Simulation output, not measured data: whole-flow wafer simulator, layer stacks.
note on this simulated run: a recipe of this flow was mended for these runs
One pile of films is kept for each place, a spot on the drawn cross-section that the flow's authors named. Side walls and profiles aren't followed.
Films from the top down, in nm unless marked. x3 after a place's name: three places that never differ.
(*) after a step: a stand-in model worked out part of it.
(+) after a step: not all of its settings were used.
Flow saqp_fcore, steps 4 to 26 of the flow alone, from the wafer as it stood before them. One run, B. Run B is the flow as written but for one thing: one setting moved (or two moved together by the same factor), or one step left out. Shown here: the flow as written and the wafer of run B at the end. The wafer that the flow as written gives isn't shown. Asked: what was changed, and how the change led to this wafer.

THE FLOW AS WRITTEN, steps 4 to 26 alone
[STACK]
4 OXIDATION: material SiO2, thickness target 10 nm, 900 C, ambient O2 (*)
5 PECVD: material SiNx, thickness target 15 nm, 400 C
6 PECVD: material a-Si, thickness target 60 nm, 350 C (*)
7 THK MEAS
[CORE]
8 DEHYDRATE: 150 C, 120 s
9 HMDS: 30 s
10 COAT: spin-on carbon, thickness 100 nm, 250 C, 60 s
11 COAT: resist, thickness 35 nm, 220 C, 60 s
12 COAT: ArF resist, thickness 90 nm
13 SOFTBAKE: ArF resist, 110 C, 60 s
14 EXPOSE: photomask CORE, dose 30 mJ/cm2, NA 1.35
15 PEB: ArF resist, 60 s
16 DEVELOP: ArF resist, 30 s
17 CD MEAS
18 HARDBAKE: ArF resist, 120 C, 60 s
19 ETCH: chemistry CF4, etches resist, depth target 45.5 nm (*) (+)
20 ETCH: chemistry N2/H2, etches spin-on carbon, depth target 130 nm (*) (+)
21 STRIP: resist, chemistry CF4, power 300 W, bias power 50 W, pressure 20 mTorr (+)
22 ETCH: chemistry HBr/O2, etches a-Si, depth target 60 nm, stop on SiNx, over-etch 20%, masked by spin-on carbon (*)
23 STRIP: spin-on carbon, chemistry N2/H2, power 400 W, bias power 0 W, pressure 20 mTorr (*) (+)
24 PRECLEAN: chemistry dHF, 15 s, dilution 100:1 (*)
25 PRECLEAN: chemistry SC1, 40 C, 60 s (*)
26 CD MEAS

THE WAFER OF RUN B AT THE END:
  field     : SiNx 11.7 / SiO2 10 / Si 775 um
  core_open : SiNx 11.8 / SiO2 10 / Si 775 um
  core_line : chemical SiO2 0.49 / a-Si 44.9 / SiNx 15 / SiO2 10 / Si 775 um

The cause: step 6, PECVD: thickness target 45.6 nm was run, where the flow has thickness target 60 nm.

How the change led to this, step by step:
  6 PECVD: material a-Si, thickness target 60 nm, 350 C (*)
      field, core_open, core_line: a-Si +45.6 (new film) (as written it would be: a-Si +60 (new film))
  22 ETCH: chemistry HBr/O2, etches a-Si, depth target 60 nm, stop on SiNx, over-etch 20%, masked by spin-on carbon (*)
      field: a-Si -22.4 (all of it), SiNx -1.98 (as written it would be: a-Si -36.8 (all of it), SiNx -1.41)
      core_open: a-Si -25 (all of it), SiNx -1.88 (as written it would be: a-Si -39.4 (all of it), SiNx -1.3)
      (and at 1 more place)
  23 STRIP: spin-on carbon, chemistry N2/H2, power 400 W, bias power 0 W, pressure 20 mTorr (*) (+)
      core_line: spin-on carbon -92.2 (all of it) (as written it would be: spin-on carbon -88.8 (all of it))
